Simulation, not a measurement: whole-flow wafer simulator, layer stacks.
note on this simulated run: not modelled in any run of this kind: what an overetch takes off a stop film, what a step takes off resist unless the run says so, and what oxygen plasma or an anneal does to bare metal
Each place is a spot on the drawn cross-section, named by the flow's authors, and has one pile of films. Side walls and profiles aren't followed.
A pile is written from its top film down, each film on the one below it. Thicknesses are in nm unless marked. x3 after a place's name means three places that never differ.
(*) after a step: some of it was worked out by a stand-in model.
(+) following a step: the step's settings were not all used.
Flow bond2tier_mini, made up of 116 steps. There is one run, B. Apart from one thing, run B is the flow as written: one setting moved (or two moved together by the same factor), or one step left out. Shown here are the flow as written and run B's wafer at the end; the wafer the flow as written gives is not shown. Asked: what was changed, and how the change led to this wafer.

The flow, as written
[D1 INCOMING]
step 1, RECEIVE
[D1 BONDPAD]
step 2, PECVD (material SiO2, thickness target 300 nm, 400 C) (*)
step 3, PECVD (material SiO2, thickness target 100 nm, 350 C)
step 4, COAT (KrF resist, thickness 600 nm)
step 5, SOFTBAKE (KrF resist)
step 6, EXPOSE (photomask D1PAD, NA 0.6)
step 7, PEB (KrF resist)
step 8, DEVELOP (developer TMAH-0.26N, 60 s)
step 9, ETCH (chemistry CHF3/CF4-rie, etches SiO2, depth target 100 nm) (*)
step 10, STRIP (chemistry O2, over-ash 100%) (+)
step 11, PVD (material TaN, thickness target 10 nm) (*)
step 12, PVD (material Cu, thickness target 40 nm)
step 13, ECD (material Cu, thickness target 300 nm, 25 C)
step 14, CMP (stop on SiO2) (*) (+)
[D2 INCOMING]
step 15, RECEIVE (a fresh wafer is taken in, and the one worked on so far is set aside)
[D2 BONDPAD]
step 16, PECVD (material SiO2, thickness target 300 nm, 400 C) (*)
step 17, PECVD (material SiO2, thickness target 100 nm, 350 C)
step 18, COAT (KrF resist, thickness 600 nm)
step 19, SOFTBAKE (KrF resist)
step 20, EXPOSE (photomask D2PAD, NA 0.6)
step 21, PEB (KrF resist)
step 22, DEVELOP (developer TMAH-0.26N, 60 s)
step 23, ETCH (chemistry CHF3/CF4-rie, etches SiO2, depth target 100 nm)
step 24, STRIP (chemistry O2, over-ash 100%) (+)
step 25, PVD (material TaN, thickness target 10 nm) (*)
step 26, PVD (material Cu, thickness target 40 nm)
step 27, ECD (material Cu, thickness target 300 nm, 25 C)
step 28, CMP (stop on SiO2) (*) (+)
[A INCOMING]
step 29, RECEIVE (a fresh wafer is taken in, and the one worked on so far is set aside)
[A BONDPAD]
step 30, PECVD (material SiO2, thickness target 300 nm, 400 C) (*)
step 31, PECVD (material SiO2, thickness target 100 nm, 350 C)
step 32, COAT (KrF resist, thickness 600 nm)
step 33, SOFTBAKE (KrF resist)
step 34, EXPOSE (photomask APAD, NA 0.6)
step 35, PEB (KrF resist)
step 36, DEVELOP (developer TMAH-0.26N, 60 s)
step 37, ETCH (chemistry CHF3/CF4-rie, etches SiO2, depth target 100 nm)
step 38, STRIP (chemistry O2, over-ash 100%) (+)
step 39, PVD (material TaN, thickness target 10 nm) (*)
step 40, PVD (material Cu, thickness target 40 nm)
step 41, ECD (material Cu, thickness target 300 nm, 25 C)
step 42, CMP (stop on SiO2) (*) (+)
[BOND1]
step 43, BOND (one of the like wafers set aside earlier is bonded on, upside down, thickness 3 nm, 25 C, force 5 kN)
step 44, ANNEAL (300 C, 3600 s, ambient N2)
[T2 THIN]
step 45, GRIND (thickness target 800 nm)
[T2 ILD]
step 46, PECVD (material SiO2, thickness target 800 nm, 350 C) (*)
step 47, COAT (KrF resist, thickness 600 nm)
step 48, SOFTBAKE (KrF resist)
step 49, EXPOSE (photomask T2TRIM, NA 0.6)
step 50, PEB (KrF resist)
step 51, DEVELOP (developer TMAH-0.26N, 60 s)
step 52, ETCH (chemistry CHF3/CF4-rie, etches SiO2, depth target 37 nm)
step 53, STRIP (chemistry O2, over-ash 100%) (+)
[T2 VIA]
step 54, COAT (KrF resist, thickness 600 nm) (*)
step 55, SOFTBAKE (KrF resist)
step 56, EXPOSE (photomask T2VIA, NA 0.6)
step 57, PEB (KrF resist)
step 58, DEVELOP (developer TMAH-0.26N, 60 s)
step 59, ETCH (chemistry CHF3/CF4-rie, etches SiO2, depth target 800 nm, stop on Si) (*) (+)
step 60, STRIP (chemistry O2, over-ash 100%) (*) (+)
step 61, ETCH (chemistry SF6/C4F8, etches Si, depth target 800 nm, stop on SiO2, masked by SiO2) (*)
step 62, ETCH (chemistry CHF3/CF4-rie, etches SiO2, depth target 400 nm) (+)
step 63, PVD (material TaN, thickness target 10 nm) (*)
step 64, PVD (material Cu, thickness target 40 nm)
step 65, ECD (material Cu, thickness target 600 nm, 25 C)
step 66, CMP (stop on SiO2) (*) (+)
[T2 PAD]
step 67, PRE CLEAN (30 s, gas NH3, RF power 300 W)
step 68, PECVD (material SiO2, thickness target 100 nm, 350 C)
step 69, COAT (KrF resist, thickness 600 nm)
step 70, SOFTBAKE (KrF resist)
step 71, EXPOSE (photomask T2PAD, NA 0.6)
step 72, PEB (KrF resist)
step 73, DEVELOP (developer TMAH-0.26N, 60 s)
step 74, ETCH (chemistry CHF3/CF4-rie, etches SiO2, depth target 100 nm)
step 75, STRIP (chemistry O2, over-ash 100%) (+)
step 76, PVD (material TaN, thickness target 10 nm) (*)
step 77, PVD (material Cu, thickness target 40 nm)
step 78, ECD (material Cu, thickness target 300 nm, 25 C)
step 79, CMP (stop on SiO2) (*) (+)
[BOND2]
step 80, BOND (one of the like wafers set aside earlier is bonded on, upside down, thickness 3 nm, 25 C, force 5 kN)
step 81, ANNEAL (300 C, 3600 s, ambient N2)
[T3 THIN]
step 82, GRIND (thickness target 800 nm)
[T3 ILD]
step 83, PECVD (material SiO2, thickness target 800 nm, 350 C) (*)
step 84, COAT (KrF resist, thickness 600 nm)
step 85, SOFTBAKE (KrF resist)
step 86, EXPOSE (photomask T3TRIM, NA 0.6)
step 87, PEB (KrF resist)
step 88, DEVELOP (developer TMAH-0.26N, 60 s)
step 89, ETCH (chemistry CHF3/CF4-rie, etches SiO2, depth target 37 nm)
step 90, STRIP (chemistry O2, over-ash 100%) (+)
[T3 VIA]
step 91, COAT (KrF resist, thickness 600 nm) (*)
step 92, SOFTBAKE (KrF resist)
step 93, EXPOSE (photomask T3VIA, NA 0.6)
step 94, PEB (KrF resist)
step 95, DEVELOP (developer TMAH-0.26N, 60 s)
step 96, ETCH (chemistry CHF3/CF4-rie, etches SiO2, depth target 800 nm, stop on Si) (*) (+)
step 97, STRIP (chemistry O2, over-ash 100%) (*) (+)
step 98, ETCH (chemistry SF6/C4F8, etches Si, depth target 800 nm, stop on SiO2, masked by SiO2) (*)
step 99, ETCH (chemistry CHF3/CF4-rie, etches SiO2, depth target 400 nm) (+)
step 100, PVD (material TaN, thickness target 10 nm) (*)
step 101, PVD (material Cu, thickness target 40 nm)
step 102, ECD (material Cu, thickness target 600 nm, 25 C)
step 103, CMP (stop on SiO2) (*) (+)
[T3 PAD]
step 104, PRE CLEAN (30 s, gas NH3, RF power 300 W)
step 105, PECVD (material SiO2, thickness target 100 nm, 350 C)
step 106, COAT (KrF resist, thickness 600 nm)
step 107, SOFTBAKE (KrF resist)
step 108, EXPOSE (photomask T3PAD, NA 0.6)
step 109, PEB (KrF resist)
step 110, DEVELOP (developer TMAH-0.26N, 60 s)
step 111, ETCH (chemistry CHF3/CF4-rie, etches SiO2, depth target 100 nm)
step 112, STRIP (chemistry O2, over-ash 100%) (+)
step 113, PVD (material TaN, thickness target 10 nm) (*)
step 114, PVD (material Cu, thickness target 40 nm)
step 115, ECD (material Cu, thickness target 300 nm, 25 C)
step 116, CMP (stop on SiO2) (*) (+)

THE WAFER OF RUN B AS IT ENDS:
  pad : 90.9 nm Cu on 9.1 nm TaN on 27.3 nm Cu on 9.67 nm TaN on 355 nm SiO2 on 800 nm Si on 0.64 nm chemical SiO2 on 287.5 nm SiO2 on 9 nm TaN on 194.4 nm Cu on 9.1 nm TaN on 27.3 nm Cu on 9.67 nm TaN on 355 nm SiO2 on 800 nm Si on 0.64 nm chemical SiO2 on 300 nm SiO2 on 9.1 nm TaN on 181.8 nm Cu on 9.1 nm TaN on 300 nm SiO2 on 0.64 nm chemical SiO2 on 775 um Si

What caused this: step 23, ETCH: depth target 112.5 nm was run, whereas the flow has depth target 100 nm.

How this came from the change, step by step:
  step 23, ETCH (chemistry CHF3/CF4-rie, etches SiO2, depth target 100 nm)
      pad, via: SiO2 loses 112.5 (it would be, as written: SiO2 loses 100)
      field: KrF resist loses 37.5 (it would be, as written: KrF resist loses 33.3)
  step 27, ECD (material Cu, thickness target 300 nm, 25 C)
      pad: Cu gains 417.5 (it would be, as written: Cu gains 404.5)
      via: Cu gains 412.7 (it would be, as written: Cu gains 400.2)
  step 80, BOND (one of the like wafers set aside earlier is bonded on, upside down, thickness 3 nm, 25 C, force 5 kN)
      pad: Si gains 775 um (new film), chemical SiO2 gains 0.64 (new film), SiO2 gains 287.5 (new film), TaN gains 9 (new film), Cu gains 103.5 (it would be, as written: Si gains 775 um (new film), chemical SiO2 gains 0.64 (new film), SiO2 gains 300 (new film), TaN gains 9.1 (new film), Cu gains 90.9)
